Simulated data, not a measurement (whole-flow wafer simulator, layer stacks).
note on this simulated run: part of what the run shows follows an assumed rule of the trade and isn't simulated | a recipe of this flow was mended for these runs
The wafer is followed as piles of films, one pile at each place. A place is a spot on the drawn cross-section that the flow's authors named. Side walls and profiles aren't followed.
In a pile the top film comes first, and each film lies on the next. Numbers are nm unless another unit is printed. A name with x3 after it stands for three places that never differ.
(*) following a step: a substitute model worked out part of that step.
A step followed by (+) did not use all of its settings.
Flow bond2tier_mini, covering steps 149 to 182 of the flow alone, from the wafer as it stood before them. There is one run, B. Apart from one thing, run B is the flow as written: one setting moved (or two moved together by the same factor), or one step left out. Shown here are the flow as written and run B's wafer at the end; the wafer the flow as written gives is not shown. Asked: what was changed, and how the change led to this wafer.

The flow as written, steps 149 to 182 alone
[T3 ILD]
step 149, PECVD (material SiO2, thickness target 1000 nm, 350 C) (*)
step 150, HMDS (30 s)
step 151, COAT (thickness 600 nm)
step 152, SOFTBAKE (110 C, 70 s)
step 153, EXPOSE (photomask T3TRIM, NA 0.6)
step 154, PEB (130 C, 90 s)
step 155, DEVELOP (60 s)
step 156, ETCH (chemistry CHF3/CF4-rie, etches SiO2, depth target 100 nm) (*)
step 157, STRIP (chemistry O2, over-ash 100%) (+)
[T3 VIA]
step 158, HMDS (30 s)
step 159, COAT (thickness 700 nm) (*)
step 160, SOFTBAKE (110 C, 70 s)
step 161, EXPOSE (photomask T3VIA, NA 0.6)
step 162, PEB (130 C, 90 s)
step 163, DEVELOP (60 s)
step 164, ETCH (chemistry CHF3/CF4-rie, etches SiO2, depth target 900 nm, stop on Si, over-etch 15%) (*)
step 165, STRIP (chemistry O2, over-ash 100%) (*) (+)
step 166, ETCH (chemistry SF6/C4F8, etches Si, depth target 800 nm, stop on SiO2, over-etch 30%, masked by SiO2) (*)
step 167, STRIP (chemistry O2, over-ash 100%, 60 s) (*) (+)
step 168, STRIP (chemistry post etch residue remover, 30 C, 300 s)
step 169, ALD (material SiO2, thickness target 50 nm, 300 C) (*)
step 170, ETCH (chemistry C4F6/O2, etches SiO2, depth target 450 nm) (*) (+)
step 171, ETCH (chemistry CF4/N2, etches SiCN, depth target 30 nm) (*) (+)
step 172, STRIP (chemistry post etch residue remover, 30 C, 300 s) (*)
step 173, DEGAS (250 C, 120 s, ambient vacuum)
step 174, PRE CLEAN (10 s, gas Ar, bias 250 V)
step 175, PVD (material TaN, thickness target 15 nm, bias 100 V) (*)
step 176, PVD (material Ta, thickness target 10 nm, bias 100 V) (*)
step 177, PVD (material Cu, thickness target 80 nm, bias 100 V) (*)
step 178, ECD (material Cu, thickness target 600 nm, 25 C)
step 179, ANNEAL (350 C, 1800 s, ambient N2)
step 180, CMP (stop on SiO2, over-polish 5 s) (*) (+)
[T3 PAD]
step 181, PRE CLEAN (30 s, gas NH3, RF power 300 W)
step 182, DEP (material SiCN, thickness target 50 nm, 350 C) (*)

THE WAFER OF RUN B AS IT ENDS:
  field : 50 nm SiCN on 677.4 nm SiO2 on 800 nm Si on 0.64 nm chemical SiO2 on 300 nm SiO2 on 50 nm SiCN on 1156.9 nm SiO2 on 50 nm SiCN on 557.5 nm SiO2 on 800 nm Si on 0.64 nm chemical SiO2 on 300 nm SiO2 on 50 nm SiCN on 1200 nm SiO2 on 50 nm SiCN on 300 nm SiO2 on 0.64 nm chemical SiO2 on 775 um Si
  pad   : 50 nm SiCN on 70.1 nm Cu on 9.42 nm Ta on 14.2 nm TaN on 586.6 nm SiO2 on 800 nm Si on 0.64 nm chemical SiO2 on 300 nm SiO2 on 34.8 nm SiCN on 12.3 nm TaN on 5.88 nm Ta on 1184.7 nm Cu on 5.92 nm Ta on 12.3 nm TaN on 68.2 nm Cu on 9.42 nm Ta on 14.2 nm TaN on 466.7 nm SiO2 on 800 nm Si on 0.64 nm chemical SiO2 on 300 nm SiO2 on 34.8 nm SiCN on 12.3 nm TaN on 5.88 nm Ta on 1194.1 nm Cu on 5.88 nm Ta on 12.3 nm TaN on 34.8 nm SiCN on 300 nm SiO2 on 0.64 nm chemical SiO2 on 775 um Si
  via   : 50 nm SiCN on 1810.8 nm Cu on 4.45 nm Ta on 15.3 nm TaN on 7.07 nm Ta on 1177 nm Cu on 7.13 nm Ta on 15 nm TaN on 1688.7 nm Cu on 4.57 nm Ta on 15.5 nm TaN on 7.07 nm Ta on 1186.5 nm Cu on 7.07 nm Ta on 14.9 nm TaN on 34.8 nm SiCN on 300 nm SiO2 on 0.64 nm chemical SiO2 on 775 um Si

The reason: step 149, PECVD: thickness target 1120 nm was run, whereas the flow has thickness target 1000 nm.

Step by step, how the change led to this:
  step 149, PECVD (material SiO2, thickness target 1000 nm, 350 C) (*)
      field, pad, via: SiO2 gains 1120 (new film) (as written it would have been: SiO2 gains 1000 (new film))
  step 164, ETCH (chemistry CHF3/CF4-rie, etches SiO2, depth target 900 nm, stop on Si, over-etch 15%) (*)
      via: SiO2 loses 1020 (all of it), Si loses 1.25 (as written it would have been: SiO2 loses 900 (all of it), Si loses 11.2)
  step 177, PVD (material Cu, thickness target 80 nm, bias 100 V) (*)
      via: Cu gains 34 (new film) (as written it would have been: Cu gains 35 (new film))
  step 178, ECD (material Cu, thickness target 600 nm, 25 C)
      via: Cu gains 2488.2 (as written it would have been: Cu gains 2367)
